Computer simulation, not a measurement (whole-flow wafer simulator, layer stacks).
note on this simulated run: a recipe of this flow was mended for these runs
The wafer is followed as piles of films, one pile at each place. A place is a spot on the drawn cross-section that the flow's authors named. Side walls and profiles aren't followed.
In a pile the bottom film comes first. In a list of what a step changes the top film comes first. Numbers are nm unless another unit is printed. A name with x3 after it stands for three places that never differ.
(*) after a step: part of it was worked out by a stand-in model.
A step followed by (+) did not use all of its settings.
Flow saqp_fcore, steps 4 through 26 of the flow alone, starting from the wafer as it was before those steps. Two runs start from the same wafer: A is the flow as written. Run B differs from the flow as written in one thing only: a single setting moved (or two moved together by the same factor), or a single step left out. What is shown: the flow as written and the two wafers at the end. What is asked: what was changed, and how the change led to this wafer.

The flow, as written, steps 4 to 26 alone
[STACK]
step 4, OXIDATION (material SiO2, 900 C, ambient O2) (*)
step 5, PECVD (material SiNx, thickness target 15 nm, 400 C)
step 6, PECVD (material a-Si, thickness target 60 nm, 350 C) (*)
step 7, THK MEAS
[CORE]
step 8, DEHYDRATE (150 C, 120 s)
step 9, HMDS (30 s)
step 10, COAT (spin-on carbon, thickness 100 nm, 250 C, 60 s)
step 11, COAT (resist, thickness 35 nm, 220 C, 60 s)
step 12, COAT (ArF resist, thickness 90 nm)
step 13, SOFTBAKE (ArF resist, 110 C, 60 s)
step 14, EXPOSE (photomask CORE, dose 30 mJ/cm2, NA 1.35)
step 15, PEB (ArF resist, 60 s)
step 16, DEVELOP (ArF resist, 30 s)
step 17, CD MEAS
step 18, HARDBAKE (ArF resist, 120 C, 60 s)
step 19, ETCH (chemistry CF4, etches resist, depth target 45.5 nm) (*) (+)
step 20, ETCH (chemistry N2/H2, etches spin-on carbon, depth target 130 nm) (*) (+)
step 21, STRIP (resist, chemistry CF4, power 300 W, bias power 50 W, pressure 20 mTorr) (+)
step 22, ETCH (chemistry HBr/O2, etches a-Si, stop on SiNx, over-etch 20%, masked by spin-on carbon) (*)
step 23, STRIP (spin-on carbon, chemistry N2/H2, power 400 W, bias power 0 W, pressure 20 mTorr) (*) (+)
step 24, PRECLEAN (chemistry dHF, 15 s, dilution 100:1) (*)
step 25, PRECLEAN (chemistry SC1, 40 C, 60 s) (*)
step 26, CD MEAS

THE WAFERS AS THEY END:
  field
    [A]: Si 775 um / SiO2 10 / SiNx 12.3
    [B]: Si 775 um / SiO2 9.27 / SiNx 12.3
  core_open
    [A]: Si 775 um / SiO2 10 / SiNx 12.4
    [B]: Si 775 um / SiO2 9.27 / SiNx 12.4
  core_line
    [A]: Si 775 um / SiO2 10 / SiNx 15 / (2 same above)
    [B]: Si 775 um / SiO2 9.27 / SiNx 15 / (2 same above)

Cause: step 4, OXIDATION: 892 C was run, while the flow as written has 900 C.

Step by step, how the change led to this:
  step 4, OXIDATION (material SiO2, 900 C, ambient O2) (*)
      field, core_open, core_line: A SiO2 gains 10 (new film), chemical SiO2 loses 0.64 (all of it), Si loses 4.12 | B SiO2 gains 9.27 (new film), chemical SiO2 loses 0.64 (all of it), Si loses 3.8
